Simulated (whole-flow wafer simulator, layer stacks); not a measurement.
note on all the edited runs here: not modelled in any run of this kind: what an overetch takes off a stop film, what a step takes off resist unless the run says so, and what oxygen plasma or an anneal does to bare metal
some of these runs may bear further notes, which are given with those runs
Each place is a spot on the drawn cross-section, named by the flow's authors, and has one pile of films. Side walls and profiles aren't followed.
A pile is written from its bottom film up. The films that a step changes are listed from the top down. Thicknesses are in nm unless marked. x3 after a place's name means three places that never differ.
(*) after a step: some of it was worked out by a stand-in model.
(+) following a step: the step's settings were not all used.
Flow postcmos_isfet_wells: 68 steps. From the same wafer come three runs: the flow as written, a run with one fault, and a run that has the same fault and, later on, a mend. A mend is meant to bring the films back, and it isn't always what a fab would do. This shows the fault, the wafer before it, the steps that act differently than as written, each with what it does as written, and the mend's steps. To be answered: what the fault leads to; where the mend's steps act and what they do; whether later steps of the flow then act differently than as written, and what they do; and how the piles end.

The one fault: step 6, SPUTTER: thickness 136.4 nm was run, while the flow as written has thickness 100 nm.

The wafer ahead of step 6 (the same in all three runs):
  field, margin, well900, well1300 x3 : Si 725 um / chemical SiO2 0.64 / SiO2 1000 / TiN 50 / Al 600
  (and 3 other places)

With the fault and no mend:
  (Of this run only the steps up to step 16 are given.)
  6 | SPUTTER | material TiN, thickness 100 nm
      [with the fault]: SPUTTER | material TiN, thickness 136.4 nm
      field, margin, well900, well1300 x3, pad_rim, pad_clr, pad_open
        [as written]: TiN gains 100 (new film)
        [with the fault]: TiN gains 136.4 (new film)
  Steps further on in the flow that do not act as written:
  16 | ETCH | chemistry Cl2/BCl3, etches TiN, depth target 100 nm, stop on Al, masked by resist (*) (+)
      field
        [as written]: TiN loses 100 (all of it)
        [with the fault]: TiN loses 100
  After step 16, at field, margin, well900, well1300 x3, pad_rim, pad_clr, pad_open, the piles differ from the flow's by more than 2% or 0.5 nm, whichever is larger.
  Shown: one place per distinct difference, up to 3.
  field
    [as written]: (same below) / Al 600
    [with the fault]: (same below) / Al 600 / TiN 36.4
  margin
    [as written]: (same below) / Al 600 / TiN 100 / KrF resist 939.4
    [with the fault]: (same below) / Al 600 / TiN 136.4 / KrF resist 939.4

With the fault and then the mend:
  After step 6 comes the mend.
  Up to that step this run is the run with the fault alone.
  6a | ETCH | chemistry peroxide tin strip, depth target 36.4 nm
      field, margin, well900, well1300 x3, pad_rim, pad_clr, pad_open
        TiN loses 36.4
  None of the later steps of the flow acts differently than as written at any place that is followed.
  At every place that both follow, the piles at the end match the flow's.
